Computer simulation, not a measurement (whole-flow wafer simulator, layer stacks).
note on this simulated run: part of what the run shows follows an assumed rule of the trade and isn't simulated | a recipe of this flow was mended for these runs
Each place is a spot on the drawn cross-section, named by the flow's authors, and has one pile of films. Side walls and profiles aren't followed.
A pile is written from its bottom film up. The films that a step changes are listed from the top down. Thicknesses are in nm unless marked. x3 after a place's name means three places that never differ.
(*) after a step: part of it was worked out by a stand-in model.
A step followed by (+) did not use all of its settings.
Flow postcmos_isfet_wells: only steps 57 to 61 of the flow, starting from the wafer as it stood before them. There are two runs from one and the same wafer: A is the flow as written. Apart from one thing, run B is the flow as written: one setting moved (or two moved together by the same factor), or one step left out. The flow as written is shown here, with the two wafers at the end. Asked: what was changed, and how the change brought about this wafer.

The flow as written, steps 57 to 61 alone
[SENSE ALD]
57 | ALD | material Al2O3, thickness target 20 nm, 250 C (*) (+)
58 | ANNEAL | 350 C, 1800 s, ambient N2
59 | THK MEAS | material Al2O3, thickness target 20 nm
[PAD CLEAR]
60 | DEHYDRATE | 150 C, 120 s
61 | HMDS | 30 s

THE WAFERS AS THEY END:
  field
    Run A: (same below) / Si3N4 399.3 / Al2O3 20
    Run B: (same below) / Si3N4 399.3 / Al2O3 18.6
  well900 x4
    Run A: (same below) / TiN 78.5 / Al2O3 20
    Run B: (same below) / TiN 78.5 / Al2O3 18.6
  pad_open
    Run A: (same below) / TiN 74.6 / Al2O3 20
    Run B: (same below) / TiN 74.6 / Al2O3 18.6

Cause: step 57, ALD: thickness target 18.6 nm was run, though the flow has thickness target 20 nm.
One can read it off the wafer: field has Al2O3 18.6, and step 57 as written asks for 20 nm.

How this came from the change, step by step:
  57 | ALD | material Al2O3, thickness target 20 nm, 250 C (*) (+)
      field, margin x3, well900 x4, pad_open: A Al2O3 gains 20 (new film) | B Al2O3 gains 18.6 (new film)
